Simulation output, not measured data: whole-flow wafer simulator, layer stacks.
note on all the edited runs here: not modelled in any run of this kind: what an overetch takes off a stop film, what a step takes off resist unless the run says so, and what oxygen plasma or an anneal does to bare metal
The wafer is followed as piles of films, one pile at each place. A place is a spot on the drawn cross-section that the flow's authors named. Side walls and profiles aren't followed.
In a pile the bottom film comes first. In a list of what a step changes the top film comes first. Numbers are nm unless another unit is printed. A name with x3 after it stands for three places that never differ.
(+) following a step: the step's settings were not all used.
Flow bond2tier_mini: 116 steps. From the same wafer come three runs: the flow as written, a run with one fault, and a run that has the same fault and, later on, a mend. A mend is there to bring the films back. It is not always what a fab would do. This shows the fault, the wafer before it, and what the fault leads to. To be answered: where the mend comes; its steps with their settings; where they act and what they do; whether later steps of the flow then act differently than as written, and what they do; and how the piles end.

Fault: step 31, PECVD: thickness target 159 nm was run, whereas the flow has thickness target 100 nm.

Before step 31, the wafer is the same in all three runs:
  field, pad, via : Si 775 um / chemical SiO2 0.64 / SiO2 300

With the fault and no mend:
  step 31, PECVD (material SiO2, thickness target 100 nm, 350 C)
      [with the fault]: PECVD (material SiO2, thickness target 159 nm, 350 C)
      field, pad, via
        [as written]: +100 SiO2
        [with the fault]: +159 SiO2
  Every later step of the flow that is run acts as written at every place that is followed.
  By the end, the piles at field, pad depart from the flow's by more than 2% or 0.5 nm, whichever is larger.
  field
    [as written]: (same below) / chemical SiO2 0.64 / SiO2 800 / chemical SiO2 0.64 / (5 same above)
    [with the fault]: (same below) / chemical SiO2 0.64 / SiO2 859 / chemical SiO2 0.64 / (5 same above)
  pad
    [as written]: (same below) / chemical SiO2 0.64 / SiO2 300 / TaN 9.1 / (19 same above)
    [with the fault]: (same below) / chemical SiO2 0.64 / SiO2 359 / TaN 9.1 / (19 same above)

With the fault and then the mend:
  The mend follows step 36.
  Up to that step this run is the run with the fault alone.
  step 36a, STRIP (chemistry O2, over-ash 100%) (+)
      field
        -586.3 KrF resist (all of it)
  step 36b, ETCH (chemistry CHF3/CF4-rie, etches SiO2, depth target 59 nm)
      field, pad, via
        -59 SiO2
  step 36c, COAT (KrF resist, thickness 600 nm) (the flow's step 32, run once more)
      field, pad, via
        +600 KrF resist (new film)
  step 36d, SOFTBAKE (KrF resist) (the flow's step 33, run once more)
      does not change any film at any place that is followed
  step 36e, EXPOSE (photomask APAD, NA 0.6) (the flow's step 34, run once more)
      does not change any film at any place that is followed
  step 36f, PEB (KrF resist) (the flow's step 35, run once more)
      does not change any film at any place that is followed
  step 36g, DEVELOP (developer TMAH-0.26N, 60 s) (the flow's step 36, run once more)
      pad, via
        -600 KrF resist (all of it)
      field
        -13.7 KrF resist
  Every later step of the flow that is run acts as written at every place that is followed.
  By the end, the piles equal the flow's at every place that both follow.
